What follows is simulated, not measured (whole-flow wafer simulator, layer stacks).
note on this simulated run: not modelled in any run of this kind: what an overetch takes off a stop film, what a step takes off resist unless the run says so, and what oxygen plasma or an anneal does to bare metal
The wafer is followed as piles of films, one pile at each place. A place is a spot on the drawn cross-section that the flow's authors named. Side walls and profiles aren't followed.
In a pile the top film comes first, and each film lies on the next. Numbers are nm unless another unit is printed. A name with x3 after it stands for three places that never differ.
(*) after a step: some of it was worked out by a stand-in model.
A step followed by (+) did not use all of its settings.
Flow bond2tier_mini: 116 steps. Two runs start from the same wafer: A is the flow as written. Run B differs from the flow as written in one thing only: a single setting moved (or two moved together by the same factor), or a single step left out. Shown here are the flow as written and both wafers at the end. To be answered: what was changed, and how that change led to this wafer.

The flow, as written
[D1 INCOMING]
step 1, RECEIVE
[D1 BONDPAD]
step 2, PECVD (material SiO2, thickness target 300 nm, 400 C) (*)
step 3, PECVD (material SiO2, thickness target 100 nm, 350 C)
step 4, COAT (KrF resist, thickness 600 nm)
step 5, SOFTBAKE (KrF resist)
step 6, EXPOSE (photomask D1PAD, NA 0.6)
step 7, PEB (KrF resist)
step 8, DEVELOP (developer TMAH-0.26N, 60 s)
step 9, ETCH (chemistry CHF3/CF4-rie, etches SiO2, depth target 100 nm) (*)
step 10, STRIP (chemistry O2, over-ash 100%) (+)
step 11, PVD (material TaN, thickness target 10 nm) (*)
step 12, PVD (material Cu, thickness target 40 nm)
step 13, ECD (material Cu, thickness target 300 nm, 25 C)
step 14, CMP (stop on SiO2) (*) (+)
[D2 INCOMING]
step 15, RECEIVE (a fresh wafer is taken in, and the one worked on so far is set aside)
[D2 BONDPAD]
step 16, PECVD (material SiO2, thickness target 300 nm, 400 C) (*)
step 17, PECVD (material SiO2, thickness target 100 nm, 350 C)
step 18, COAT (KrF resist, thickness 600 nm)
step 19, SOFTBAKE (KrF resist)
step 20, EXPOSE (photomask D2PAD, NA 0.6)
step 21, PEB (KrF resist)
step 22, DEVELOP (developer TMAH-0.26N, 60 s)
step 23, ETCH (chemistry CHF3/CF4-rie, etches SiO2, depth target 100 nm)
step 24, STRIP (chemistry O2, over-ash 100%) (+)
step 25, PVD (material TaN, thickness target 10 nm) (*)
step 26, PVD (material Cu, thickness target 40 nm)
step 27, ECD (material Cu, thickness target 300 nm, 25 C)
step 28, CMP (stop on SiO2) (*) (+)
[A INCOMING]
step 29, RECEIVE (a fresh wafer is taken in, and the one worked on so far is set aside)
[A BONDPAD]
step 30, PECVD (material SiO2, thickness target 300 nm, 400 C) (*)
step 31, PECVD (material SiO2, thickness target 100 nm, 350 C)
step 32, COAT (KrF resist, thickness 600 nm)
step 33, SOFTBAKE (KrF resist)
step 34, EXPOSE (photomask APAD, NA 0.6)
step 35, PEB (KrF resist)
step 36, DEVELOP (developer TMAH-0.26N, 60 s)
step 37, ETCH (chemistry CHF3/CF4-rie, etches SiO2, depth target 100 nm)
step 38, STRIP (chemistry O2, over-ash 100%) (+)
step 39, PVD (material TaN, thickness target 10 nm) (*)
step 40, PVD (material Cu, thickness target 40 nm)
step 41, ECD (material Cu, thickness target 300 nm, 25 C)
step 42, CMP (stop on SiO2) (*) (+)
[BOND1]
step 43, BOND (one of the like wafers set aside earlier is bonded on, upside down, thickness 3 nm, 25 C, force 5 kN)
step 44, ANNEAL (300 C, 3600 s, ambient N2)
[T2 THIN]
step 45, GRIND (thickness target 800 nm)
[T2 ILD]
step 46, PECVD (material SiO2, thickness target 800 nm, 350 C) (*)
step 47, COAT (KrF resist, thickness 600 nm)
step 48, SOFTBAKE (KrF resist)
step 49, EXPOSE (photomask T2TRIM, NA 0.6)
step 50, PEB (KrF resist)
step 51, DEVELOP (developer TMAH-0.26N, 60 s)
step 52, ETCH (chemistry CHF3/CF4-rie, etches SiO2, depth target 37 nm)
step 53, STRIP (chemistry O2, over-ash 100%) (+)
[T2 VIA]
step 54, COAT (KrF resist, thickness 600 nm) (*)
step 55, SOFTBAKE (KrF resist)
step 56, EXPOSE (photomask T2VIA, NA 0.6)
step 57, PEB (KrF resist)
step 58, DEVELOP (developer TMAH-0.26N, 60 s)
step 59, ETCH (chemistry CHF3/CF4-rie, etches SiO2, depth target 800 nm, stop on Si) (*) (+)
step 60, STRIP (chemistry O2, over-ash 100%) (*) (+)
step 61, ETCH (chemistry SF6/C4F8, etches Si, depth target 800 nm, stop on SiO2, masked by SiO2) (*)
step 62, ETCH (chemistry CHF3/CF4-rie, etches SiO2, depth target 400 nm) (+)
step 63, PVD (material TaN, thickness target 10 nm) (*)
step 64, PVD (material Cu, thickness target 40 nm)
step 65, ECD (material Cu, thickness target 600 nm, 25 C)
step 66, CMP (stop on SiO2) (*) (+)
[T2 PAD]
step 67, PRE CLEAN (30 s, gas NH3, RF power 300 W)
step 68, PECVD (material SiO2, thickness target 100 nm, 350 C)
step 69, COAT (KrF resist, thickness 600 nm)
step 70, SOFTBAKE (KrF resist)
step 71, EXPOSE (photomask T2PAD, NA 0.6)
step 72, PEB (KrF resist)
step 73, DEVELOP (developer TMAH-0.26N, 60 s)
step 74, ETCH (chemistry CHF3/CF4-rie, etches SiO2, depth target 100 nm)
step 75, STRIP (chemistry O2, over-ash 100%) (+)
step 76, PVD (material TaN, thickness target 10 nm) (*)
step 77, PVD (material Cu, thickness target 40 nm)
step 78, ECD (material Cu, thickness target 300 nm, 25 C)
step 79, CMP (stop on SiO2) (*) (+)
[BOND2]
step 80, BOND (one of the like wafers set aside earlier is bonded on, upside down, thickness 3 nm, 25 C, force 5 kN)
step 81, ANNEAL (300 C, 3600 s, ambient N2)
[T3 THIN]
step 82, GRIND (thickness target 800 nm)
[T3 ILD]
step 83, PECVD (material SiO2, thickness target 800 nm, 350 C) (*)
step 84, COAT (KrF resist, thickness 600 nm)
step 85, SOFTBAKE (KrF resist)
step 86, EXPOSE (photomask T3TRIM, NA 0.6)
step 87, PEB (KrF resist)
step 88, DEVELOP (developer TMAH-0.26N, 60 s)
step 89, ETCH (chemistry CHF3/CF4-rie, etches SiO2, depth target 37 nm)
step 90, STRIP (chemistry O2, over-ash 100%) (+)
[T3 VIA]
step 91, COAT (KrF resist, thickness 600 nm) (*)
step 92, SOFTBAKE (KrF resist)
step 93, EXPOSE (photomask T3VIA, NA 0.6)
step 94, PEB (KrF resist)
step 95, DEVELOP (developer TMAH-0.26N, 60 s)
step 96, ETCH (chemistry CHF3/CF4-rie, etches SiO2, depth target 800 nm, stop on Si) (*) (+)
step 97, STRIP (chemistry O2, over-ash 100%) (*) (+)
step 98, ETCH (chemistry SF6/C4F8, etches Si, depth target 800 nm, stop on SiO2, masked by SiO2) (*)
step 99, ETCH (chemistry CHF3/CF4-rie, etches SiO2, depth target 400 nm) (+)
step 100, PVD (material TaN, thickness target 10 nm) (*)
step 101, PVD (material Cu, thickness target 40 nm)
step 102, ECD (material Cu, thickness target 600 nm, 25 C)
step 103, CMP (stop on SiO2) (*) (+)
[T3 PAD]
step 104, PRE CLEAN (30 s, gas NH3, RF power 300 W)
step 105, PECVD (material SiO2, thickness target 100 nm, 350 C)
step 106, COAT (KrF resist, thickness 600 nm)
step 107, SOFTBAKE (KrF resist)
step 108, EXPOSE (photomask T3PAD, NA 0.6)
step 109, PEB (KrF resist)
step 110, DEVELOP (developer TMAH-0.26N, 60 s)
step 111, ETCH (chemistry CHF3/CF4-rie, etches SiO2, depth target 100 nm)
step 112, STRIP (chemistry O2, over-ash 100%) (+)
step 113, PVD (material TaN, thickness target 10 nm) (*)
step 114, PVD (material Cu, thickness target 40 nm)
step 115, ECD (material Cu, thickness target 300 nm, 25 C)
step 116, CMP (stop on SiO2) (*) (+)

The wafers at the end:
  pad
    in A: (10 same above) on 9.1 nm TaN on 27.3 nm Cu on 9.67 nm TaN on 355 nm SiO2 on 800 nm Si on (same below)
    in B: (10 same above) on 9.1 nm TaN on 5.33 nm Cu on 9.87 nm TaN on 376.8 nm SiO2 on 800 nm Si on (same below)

What caused this: step 52, ETCH: depth target 15.2 nm was run, whereas the flow has depth target 37 nm.

Step by step, how the change led to this:
  step 52, ETCH (chemistry CHF3/CF4-rie, etches SiO2, depth target 37 nm)
      pad, via: A -37 SiO2 | B -15.2 SiO2
      field: A -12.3 KrF resist | B -5.07 KrF resist
  step 59, ETCH (chemistry CHF3/CF4-rie, etches SiO2, depth target 800 nm, stop on Si) (*) (+)
      via: A -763 SiO2 (all of it) | B -784.8 SiO2 (all of it)
  step 60, STRIP (chemistry O2, over-ash 100%) (*) (+)
      field: A -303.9 KrF resist (all of it) | B -313.1 KrF resist (all of it)
      pad: A -336 KrF resist (all of it) | B -326.3 KrF resist (all of it)
  step 64, PVD (material Cu, thickness target 40 nm)
      pad: A +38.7 Cu (new film) | B +39.5 Cu (new film)
  step 65, ECD (material Cu, thickness target 600 nm, 25 C)
      pad: A +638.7 Cu | B +615.8 Cu
